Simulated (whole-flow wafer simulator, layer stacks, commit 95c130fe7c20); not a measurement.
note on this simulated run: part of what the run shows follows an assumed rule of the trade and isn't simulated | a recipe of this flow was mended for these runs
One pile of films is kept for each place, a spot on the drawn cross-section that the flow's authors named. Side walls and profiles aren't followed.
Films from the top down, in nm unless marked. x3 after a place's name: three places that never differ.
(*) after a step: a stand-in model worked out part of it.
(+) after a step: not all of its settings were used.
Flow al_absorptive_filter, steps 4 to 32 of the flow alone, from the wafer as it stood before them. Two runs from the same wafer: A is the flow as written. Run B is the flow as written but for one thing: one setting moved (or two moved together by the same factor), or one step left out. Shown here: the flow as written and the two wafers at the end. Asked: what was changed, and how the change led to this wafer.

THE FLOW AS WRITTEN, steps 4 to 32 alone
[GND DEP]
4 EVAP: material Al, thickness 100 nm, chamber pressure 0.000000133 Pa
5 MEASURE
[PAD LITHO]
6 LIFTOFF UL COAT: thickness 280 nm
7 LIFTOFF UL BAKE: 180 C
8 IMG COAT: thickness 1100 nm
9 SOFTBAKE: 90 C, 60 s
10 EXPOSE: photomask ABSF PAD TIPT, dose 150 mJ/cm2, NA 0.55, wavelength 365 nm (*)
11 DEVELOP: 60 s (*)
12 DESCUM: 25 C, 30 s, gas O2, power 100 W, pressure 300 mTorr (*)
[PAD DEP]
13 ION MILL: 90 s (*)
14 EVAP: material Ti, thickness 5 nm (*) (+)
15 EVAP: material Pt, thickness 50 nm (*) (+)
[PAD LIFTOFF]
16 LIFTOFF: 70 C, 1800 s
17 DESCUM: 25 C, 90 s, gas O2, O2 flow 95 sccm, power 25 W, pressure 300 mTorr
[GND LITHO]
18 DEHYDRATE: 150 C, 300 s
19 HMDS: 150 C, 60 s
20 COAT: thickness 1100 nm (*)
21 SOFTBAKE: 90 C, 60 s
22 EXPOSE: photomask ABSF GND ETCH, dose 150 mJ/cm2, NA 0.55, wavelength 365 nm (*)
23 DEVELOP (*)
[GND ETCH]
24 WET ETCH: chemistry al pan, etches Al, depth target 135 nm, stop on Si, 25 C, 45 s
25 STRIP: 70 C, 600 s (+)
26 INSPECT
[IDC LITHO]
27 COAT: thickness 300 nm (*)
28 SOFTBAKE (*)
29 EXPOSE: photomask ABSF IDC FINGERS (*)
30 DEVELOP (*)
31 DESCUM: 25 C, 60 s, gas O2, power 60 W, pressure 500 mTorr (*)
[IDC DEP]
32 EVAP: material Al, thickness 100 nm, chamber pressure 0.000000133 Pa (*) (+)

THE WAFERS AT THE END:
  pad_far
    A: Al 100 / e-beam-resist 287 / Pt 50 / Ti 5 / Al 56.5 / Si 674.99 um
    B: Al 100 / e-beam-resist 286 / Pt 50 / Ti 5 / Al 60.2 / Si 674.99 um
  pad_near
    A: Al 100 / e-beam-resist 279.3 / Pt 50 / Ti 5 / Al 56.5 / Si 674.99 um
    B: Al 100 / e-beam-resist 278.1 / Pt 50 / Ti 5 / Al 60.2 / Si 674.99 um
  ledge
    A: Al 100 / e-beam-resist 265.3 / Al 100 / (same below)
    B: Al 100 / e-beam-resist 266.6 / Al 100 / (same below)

The cause: step 13, ION MILL: 79 s was run, where the flow has 90 s.

How the change led to this, step by step:
  13 ION MILL: 90 s (*)
      gnd, ledge, res, xa_field x4, xl_gap, xl_turn, idc_field x2, idc_line: A i-line-resist -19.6 | B i-line-resist -17.2
      pad_far, pad_near: A Al -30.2 | B Al -26.5
